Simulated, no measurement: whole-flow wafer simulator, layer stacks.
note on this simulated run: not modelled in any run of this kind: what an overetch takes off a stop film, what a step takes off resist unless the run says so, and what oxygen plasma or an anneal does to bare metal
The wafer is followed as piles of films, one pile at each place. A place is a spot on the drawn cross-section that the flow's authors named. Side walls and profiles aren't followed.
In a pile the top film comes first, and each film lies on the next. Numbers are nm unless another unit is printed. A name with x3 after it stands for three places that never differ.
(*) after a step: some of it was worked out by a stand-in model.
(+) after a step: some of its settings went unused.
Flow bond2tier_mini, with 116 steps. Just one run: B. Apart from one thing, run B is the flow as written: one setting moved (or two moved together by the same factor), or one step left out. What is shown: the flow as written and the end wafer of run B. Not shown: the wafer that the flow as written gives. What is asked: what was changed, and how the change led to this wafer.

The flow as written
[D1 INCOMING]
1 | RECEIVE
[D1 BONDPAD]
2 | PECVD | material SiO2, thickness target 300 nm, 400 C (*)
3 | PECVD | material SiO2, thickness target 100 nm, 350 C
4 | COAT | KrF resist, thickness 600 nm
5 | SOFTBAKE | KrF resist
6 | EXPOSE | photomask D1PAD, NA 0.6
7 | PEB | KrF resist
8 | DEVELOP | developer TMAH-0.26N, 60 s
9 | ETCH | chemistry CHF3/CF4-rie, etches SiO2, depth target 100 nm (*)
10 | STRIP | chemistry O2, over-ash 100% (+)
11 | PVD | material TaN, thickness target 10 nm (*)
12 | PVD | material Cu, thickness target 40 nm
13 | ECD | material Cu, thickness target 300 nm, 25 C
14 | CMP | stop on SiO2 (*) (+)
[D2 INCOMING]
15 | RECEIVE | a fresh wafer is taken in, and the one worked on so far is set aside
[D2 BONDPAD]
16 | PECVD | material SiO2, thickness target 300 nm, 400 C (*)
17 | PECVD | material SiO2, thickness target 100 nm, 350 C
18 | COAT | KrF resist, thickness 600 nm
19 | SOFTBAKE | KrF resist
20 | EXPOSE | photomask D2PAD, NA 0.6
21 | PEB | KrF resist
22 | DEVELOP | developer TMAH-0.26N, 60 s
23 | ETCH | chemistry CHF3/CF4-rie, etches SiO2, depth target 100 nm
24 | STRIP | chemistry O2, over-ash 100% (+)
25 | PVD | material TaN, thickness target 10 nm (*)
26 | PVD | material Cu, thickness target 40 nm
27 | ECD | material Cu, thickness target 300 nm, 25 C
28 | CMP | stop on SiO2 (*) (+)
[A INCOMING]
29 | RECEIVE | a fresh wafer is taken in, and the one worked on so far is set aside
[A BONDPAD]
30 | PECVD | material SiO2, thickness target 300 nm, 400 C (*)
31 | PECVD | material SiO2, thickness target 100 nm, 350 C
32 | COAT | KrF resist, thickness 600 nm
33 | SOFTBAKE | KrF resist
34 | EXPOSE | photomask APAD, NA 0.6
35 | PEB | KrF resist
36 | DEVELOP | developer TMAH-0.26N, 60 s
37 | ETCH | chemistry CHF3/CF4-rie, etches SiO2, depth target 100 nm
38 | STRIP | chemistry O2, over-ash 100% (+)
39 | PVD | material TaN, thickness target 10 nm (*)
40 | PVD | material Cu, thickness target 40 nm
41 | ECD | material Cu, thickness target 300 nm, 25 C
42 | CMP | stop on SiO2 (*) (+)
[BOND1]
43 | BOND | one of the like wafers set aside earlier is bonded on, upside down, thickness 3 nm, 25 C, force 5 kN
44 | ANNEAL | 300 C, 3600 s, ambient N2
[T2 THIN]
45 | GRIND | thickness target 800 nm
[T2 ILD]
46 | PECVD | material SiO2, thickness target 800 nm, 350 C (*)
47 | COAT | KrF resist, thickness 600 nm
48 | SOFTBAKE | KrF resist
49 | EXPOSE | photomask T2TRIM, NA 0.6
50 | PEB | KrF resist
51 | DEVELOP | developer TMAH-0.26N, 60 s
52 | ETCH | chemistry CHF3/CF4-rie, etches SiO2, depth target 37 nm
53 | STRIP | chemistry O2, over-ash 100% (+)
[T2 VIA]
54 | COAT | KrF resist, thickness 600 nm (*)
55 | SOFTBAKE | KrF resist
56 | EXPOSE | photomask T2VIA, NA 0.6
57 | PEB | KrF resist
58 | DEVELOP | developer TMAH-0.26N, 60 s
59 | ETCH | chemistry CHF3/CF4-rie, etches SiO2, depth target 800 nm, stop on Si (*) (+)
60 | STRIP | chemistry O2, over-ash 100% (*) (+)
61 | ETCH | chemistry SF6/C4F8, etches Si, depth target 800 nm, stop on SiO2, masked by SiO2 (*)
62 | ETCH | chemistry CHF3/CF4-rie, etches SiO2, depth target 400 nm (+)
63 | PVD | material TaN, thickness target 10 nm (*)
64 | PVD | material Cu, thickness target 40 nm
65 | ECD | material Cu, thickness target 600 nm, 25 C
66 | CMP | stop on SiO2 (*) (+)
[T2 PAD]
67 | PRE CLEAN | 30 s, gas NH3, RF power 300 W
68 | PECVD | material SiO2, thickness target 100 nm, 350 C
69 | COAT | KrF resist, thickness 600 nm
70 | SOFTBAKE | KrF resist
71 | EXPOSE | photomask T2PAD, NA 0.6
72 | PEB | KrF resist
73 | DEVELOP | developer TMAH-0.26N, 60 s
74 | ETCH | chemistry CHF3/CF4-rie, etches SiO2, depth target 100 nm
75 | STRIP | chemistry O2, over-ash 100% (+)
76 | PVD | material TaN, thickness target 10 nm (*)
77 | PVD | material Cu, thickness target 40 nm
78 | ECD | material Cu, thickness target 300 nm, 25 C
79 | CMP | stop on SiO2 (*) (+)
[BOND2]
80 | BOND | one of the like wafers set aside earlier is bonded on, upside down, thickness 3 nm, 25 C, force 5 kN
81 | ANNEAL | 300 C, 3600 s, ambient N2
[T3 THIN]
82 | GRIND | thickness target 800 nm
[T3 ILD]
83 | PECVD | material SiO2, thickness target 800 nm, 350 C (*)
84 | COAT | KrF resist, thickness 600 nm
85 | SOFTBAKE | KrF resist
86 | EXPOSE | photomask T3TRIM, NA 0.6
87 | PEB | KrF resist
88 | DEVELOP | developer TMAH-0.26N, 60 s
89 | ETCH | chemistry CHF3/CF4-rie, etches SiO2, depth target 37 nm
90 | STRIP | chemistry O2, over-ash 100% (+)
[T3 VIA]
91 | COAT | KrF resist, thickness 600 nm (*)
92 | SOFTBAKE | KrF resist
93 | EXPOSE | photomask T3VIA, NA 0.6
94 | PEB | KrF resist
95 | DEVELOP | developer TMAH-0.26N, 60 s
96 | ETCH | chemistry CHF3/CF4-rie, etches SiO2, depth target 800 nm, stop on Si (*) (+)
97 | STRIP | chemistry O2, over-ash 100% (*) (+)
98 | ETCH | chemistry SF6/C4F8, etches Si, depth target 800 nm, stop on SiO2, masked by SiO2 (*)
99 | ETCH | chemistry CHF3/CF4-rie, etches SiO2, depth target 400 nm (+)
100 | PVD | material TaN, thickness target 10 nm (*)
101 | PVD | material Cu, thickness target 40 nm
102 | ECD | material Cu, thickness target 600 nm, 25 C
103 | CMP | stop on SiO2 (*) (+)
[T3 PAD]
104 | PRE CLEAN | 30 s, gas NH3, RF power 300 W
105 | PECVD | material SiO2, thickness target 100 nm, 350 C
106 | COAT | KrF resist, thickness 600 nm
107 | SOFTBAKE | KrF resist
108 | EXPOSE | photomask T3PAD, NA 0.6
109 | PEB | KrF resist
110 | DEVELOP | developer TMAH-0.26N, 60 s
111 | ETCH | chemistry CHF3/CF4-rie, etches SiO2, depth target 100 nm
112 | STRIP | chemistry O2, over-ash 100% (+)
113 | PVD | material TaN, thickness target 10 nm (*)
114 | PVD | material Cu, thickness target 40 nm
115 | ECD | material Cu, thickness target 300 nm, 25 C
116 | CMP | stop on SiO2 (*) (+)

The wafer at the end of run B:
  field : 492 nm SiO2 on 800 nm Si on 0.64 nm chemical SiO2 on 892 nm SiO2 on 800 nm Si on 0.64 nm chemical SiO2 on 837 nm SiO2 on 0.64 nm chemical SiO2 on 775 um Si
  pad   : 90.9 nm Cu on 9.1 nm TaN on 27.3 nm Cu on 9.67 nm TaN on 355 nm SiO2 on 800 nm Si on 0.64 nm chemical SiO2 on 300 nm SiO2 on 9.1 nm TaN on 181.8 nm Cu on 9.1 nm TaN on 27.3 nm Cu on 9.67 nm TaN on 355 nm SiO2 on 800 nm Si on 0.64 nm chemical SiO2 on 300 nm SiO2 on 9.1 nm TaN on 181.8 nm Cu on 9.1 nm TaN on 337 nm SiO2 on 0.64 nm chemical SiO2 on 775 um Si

The reason: step 31, PECVD: thickness target 137 nm was run, while the flow as written has thickness target 100 nm.

Step by step, how the change led to this:
  31 | PECVD | material SiO2, thickness target 100 nm, 350 C
      field, pad, via: +137 SiO2 (in the flow as written it would be: +100 SiO2)
